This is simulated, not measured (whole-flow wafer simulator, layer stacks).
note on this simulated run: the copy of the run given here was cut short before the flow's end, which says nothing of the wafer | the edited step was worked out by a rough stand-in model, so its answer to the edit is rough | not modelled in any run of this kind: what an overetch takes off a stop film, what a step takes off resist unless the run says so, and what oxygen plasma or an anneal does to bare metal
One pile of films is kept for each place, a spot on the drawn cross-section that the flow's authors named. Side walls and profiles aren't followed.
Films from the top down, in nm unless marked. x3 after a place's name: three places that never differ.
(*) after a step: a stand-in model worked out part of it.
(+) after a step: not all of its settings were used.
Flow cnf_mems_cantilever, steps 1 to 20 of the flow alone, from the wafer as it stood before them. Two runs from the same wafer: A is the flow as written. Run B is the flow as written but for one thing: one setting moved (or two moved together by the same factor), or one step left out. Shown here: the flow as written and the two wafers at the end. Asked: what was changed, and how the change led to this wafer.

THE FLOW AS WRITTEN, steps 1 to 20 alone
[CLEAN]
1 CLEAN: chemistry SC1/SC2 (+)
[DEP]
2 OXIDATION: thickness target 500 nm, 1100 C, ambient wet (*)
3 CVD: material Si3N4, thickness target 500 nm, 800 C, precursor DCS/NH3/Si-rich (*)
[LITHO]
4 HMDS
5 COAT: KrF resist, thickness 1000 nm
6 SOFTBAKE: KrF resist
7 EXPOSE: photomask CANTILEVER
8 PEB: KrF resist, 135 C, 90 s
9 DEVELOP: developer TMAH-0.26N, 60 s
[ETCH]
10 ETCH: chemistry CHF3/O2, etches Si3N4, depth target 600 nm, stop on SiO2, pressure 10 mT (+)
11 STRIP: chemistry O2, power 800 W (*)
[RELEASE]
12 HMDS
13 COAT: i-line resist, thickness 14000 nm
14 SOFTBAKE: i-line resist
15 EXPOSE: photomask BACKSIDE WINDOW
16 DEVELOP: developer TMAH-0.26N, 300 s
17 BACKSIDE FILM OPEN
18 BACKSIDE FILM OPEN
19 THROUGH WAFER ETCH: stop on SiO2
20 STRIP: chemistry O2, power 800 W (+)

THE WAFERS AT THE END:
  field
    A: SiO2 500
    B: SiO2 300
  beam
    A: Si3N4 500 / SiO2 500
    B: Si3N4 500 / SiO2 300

The cause: step 2, OXIDATION: thickness target 300 nm was run, where the flow has thickness target 500 nm.
It can be read off the wafer: field has SiO2 300, and step 2 as written asks for 500 nm.

How the change led to this, step by step:
  2 OXIDATION: thickness target 500 nm, 1100 C, ambient wet (*)
      field, beam: A SiO2 +500 (new film), chemical SiO2 -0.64 (all of it), Si -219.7 | B SiO2 +300 (new film), chemical SiO2 -0.64 (all of it), Si -131.7
  19 THROUGH WAFER ETCH: stop on SiO2
      field: A under 1 film: Si -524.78 um (all of it) | B under 1 film: Si -524.87 um (all of it)
      beam: A under 2 films: Si -524.78 um (all of it) | B under 2 films: Si -524.87 um (all of it)
